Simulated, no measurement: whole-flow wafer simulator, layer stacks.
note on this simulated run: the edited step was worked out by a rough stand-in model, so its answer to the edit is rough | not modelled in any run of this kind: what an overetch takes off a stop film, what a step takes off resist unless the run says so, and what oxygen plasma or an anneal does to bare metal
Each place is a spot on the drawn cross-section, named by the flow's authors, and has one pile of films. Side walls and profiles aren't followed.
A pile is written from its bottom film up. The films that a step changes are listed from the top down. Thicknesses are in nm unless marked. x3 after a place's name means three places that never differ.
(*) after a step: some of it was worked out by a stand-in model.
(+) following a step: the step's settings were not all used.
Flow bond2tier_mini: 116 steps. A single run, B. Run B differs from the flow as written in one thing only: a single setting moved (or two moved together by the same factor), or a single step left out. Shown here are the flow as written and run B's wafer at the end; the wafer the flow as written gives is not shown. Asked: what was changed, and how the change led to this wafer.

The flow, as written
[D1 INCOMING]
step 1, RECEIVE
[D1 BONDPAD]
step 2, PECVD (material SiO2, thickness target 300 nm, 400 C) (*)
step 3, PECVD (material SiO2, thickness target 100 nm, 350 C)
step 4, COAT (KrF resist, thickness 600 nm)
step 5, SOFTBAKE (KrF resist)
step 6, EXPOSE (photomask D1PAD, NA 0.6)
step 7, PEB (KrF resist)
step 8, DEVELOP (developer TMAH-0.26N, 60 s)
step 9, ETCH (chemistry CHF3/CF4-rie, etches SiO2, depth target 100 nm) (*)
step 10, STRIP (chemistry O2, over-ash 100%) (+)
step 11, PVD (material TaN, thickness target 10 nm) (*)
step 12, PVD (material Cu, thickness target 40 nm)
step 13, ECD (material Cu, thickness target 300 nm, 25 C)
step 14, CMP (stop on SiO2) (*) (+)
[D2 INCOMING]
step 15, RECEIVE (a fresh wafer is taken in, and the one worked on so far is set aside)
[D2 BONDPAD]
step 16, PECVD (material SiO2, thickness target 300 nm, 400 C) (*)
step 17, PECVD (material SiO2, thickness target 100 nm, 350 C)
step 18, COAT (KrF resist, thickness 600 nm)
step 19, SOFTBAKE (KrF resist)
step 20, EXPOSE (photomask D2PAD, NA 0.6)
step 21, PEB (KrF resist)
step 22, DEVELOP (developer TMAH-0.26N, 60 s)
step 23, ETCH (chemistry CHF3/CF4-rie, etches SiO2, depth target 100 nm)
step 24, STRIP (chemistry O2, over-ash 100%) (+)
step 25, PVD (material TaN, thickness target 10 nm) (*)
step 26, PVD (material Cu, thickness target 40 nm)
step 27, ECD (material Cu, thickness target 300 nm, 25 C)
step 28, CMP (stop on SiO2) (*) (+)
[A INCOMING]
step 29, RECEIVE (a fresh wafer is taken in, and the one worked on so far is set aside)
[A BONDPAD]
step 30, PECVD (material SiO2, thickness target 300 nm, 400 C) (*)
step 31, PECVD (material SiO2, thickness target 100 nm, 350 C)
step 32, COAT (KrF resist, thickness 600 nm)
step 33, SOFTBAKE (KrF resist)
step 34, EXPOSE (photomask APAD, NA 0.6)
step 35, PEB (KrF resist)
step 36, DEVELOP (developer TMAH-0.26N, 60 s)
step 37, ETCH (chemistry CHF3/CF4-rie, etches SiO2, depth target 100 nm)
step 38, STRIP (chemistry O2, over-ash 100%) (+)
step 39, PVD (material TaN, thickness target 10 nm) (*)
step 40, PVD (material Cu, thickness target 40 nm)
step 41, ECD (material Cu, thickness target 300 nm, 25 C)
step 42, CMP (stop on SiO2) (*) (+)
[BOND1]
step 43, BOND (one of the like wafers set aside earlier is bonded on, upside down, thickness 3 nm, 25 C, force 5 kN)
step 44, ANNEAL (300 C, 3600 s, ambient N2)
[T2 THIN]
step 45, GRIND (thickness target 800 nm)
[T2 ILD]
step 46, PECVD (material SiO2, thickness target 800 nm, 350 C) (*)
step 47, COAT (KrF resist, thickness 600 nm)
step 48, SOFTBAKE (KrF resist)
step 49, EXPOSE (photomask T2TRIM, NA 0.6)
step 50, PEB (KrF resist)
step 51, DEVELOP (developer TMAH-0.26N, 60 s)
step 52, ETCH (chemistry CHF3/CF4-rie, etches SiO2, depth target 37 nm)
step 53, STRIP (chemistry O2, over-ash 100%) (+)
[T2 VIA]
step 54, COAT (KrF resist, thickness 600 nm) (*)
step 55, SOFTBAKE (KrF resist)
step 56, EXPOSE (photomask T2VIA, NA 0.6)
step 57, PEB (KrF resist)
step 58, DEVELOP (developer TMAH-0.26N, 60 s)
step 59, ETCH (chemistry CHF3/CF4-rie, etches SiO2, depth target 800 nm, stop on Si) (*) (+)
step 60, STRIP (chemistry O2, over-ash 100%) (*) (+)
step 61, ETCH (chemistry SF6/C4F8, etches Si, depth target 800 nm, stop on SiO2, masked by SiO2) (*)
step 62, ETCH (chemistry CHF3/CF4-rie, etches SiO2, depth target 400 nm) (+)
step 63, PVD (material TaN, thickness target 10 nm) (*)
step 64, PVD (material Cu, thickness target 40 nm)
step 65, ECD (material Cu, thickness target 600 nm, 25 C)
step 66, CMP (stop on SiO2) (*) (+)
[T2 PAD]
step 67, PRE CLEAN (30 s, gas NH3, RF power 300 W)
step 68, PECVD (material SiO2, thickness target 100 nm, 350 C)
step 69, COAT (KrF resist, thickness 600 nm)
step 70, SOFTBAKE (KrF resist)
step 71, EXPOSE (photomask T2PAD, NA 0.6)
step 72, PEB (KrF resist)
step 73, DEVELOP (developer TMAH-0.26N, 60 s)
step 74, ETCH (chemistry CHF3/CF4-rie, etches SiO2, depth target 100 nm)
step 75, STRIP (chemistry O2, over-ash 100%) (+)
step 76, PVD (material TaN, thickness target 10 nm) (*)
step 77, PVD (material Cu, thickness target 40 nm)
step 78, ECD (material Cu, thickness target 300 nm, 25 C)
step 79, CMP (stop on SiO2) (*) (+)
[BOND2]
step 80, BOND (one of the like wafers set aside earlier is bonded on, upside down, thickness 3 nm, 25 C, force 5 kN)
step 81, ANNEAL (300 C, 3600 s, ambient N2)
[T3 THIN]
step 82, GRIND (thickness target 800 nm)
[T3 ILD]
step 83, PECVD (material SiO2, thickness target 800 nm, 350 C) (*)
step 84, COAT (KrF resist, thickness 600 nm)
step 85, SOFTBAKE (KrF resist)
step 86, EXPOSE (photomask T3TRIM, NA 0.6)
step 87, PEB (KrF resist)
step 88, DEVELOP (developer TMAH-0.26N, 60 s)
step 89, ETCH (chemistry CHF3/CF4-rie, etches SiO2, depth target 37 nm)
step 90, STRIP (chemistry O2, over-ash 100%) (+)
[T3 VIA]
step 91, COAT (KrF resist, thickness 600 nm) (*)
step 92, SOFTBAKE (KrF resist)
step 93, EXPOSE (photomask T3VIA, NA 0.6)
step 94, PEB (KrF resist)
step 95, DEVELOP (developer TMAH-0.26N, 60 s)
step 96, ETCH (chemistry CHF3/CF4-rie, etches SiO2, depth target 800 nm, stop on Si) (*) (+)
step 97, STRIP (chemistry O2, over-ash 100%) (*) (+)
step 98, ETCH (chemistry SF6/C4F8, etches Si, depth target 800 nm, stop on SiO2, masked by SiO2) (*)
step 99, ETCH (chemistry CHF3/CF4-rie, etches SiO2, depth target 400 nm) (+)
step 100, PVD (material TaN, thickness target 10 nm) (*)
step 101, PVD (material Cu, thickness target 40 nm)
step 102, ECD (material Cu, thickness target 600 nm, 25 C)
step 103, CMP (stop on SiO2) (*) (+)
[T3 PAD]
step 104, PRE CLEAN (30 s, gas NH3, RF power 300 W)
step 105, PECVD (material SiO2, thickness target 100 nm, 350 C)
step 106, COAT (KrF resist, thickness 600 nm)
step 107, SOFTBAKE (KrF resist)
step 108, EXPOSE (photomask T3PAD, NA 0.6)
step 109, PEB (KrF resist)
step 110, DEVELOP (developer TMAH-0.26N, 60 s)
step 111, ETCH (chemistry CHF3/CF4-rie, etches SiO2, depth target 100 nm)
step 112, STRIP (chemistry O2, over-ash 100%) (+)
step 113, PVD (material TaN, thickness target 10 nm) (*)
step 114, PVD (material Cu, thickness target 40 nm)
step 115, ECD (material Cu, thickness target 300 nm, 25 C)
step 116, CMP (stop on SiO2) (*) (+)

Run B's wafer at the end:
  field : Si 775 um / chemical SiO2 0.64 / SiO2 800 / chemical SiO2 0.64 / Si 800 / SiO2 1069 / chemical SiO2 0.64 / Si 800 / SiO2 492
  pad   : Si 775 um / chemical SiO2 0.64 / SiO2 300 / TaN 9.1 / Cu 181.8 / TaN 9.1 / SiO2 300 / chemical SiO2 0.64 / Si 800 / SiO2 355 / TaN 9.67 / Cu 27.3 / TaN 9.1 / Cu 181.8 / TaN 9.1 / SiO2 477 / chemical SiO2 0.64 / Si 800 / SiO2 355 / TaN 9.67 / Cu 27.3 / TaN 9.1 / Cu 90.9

The reason: step 16, PECVD: thickness target 477 nm was run, though the flow has thickness target 300 nm.
One can read it off the wafer: pad has SiO2 477, and step 16 as written asks for 300 nm.

The path from the change to this, step by step:
  step 16, PECVD (material SiO2, thickness target 300 nm, 400 C) (*)
      field, pad, via: +477 SiO2 (new film) (it would be, as written: +300 SiO2 (new film))
  step 80, BOND (one of the like wafers set aside earlier is bonded on, upside down, thickness 3 nm, 25 C, force 5 kN)
      field: +775 um Si (new film), +0.64 chemical SiO2 (new film), +577 SiO2 (it would be, as written: +775 um Si (new film), +0.64 chemical SiO2 (new film), +400 SiO2)
      pad: +775 um Si (new film), +0.64 chemical SiO2 (new film), +477 SiO2 (new film), +9.1 TaN (new film), +90.9 Cu (it would be, as written: +775 um Si (new film), +0.64 chemical SiO2 (new film), +300 SiO2 (new film), +9.1 TaN (new film), +90.9 Cu)
